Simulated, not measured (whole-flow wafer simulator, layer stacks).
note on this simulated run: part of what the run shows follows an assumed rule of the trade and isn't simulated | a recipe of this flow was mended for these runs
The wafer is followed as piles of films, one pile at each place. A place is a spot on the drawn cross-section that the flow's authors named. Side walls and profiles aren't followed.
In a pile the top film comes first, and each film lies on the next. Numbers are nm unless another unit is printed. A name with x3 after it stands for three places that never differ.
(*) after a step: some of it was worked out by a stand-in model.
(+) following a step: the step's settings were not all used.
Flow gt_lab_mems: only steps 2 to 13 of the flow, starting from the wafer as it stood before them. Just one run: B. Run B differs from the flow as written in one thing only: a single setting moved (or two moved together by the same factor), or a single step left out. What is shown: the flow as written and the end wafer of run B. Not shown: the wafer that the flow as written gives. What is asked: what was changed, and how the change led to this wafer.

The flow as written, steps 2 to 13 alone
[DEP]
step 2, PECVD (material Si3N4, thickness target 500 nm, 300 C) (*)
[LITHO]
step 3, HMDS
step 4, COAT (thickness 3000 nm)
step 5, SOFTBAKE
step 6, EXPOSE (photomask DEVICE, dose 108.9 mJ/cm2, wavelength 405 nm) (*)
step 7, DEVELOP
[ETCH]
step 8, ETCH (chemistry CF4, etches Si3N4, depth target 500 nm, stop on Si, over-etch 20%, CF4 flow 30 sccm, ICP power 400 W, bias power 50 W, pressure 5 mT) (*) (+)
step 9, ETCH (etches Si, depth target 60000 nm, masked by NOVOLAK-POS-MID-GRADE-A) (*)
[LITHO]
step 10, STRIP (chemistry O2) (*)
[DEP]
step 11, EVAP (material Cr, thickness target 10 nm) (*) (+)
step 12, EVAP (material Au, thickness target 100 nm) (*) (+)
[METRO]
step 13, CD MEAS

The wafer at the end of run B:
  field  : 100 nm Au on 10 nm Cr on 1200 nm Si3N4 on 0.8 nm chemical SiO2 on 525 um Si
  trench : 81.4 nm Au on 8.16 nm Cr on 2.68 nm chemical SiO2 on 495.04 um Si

Cause: step 2, PECVD: thickness target 1200 nm was run, while the flow as written has thickness target 500 nm.
The wafer lets one read it off: field has Si3N4 1200, and step 2 as written asks for 500 nm.

How this came from the change, step by step:
  step 2, PECVD (material Si3N4, thickness target 500 nm, 300 C) (*)
      field, trench: +1200 Si3N4 (new film) (in the flow as written it would be: +500 Si3N4 (new film))
  step 8, ETCH (chemistry CF4, etches Si3N4, depth target 500 nm, stop on Si, over-etch 20%, CF4 flow 30 sccm, ICP power 400 W, bias power 50 W, pressure 5 mT) (*) (+)
      trench: -600 Si3N4 (in the flow as written it would be: -500 Si3N4 (all of it), -0.8 chemical SiO2 (all of it), -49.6 Si)
  step 9, ETCH (etches Si, depth target 60000 nm, masked by NOVOLAK-POS-MID-GRADE-A) (*)
      trench: -600 Si3N4 (all of it), -0.8 chemical SiO2 (all of it), -29.96 um Si (in the flow as written it would be: -59.96 um Si)
  step 11, EVAP (material Cr, thickness target 10 nm) (*) (+)
      trench: +8.16 Cr (new film) (in the flow as written it would be: +6.45 Cr (new film))
  step 12, EVAP (material Au, thickness target 100 nm) (*) (+)
      trench: +81.4 Au (new film) (in the flow as written it would be: +64.1 Au (new film))
